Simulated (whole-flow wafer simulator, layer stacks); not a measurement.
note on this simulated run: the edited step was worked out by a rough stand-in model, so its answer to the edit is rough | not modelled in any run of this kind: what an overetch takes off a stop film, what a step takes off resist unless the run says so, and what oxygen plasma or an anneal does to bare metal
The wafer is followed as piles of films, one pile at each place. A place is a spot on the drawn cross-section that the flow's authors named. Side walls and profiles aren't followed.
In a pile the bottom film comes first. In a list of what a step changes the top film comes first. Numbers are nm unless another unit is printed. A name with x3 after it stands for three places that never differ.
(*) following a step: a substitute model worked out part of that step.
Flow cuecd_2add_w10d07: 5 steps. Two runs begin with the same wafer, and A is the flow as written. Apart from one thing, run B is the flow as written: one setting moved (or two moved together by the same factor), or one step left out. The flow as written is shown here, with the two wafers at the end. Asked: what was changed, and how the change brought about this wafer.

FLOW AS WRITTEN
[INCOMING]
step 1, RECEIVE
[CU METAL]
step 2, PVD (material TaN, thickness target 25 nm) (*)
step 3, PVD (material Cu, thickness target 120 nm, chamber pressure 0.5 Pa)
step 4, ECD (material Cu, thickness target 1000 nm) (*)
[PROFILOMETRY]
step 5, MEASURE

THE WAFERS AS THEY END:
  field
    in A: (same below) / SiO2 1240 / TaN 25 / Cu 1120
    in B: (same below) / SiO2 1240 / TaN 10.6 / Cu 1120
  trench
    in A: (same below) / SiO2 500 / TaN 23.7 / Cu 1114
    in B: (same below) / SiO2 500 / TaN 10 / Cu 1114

What caused this: step 2, PVD: thickness target 10.6 nm was run, though the flow has thickness target 25 nm.
One can read it off the wafer: field has TaN 10.6, and step 2 as written asks for 25 nm.

How this came from the change, step by step:
  step 2, PVD (material TaN, thickness target 25 nm) (*)
      field: A +25 TaN (new film) | B +10.6 TaN (new film)
      trench: A +23.7 TaN (new film) | B +10 TaN (new film)
